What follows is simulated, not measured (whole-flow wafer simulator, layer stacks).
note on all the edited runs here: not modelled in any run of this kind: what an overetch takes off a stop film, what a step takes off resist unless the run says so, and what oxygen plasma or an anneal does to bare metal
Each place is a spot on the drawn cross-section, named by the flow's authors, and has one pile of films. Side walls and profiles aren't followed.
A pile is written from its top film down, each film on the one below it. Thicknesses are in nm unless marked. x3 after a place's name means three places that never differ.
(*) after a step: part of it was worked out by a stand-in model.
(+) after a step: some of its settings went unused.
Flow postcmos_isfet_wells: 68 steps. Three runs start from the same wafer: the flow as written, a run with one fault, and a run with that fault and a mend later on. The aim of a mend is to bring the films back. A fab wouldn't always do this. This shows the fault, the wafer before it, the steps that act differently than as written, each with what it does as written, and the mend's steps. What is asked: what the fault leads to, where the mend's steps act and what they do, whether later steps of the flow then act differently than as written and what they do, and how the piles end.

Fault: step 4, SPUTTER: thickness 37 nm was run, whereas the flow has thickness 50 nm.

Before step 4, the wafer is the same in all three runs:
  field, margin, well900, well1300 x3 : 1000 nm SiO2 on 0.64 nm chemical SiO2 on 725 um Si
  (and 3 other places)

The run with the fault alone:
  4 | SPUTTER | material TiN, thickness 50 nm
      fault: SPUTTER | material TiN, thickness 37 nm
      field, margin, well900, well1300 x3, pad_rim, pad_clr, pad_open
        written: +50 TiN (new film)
        fault: +37 TiN (new film)
  Steps later in the flow that act otherwise than as written:
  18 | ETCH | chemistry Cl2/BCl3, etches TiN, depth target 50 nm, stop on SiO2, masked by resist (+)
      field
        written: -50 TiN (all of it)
        fault: -37 TiN (all of it)
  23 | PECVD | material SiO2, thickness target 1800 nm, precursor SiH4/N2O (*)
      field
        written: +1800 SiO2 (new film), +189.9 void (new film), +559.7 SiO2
        fault: +1800 SiO2 (new film), +180.1 void (new film), +556.5 SiO2
  The piles end different from the flow's at field, margin, well900, well1300 x3, pad_rim, pad_clr, pad_open by more than 2% or 0.5 nm, whichever is larger.
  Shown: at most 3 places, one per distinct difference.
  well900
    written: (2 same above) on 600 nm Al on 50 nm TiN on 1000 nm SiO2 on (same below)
    fault: (2 same above) on 600 nm Al on 37 nm TiN on 1000 nm SiO2 on (same below)
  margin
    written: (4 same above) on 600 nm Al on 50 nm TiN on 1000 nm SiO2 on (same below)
    fault: (4 same above) on 600 nm Al on 37 nm TiN on 1000 nm SiO2 on (same below)
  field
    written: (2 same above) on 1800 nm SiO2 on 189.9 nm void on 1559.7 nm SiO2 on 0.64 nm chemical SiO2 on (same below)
    fault: (2 same above) on 1800 nm SiO2 on 180.1 nm void on 1556.5 nm SiO2 on 0.64 nm chemical SiO2 on (same below)

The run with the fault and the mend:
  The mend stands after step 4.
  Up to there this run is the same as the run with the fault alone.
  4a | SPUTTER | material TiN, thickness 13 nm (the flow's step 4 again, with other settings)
      field, margin, well900, well1300 x3, pad_rim, pad_clr, pad_open
        +13 TiN
  Later steps of the flow that are run all act as written at every place that is followed.
  By the end, the piles equal the flow's at every place that both follow.
